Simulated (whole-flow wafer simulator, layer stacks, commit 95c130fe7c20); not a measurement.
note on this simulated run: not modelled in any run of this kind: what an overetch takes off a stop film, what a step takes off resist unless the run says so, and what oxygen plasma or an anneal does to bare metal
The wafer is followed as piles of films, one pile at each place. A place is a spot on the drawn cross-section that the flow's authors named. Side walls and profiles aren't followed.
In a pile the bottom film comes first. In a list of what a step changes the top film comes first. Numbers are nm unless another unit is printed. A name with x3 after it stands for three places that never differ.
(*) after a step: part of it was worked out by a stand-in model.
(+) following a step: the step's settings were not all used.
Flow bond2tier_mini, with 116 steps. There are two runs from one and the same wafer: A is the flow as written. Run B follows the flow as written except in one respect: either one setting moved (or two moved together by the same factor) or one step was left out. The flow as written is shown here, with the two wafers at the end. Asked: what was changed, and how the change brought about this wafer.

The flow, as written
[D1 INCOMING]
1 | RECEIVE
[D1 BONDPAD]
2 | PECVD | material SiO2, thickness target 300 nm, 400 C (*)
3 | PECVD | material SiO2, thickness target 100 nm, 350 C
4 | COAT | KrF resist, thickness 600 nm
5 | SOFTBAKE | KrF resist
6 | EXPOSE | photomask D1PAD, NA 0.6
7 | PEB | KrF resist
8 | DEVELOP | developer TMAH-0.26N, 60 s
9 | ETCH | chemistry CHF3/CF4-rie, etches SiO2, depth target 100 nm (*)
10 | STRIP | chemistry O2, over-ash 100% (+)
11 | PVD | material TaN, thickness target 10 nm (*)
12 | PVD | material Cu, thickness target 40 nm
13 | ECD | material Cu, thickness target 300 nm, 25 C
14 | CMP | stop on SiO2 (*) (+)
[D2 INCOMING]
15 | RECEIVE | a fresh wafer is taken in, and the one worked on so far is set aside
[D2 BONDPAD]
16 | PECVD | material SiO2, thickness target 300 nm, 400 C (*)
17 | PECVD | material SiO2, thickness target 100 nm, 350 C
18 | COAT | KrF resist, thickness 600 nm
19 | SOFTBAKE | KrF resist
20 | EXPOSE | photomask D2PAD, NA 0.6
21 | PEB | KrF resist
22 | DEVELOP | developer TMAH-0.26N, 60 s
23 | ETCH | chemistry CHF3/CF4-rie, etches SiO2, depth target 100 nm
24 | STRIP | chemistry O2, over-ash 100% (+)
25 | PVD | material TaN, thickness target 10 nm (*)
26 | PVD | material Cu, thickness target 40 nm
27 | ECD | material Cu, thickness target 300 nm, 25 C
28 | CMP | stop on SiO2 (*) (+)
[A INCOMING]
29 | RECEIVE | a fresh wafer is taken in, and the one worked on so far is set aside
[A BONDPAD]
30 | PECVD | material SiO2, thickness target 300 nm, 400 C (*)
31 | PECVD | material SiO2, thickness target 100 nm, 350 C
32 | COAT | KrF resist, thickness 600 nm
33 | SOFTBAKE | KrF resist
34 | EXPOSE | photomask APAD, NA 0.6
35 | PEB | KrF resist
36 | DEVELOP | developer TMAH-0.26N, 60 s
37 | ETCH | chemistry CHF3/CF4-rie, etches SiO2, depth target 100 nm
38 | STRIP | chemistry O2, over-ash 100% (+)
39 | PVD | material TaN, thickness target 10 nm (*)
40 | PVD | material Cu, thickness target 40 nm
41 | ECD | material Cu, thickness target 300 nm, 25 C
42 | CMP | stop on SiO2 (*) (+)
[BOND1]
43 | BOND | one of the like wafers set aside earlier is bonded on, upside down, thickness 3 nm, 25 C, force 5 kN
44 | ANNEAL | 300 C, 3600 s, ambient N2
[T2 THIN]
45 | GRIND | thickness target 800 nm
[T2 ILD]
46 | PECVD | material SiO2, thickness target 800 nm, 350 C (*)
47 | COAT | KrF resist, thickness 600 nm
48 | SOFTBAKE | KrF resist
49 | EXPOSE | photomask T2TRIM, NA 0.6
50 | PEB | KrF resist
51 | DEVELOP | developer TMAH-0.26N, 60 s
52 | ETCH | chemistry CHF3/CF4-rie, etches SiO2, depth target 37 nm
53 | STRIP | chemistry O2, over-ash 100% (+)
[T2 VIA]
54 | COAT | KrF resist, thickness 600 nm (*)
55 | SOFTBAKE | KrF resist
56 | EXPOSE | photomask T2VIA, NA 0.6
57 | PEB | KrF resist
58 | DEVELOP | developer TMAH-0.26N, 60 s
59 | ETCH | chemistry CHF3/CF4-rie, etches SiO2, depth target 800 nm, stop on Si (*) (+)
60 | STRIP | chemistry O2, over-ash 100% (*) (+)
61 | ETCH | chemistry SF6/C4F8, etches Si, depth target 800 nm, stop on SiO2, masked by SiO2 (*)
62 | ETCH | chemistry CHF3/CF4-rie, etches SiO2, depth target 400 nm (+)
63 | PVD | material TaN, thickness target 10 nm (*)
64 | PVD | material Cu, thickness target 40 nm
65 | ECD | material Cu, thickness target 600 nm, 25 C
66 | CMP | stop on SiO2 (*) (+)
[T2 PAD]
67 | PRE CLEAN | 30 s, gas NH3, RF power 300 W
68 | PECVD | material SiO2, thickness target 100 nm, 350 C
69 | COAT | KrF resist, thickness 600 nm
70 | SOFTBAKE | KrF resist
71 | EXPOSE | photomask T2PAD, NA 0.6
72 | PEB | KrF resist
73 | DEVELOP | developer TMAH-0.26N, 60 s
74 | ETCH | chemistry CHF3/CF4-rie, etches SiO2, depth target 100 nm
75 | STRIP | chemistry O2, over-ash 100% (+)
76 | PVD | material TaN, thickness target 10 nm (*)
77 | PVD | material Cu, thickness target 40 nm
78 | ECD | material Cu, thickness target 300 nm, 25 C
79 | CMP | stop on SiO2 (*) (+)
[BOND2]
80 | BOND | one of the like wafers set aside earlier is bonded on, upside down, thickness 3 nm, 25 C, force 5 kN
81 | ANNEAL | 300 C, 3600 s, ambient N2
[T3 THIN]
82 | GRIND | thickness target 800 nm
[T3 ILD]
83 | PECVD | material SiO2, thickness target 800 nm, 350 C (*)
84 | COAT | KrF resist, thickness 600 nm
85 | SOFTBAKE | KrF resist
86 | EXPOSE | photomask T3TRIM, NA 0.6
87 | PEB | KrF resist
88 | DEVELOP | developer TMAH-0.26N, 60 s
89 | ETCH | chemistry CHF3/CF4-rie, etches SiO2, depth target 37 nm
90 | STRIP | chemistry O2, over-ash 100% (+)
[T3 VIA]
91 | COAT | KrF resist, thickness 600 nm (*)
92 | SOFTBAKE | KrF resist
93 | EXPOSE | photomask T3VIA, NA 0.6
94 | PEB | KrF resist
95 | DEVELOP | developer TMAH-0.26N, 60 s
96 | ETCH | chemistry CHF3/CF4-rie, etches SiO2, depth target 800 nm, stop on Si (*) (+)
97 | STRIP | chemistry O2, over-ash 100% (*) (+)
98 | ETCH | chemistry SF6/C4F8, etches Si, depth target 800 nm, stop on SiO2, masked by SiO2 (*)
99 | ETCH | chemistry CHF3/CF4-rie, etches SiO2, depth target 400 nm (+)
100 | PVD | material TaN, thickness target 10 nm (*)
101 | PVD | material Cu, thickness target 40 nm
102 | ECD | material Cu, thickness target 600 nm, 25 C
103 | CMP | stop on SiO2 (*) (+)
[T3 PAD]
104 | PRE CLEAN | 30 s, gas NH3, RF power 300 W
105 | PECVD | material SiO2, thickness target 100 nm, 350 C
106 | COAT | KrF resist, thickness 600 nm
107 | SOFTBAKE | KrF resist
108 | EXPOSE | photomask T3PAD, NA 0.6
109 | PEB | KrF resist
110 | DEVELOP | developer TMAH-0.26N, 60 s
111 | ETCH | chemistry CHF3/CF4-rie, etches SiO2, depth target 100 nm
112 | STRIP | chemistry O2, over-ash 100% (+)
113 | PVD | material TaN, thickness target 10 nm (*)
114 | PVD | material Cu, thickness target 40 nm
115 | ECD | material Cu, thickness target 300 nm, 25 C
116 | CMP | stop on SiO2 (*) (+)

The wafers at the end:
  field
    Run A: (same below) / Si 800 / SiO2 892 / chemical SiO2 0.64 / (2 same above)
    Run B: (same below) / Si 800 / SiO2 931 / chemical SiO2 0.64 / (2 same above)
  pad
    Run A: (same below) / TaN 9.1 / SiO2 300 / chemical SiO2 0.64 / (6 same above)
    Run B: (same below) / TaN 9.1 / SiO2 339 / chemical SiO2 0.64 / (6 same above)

The reason: step 17, PECVD: thickness target 139 nm was run, though the flow has thickness target 100 nm.

How this came from the change, step by step:
  17 | PECVD | material SiO2, thickness target 100 nm, 350 C
      field, pad, via: A +100 SiO2 | B +139 SiO2
  80 | BOND | one of the like wafers set aside earlier is bonded on, upside down, thickness 3 nm, 25 C, force 5 kN
      field: A +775 um Si (new film), +0.64 chemical SiO2 (new film), +400 SiO2 | B +775 um Si (new film), +0.64 chemical SiO2 (new film), +439 SiO2
      pad: A +775 um Si (new film), +0.64 chemical SiO2 (new film), +300 SiO2 (new film), +9.1 TaN (new film), +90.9 Cu | B +775 um Si (new film), +0.64 chemical SiO2 (new film), +339 SiO2 (new film), +9.1 TaN (new film), +90.9 Cu
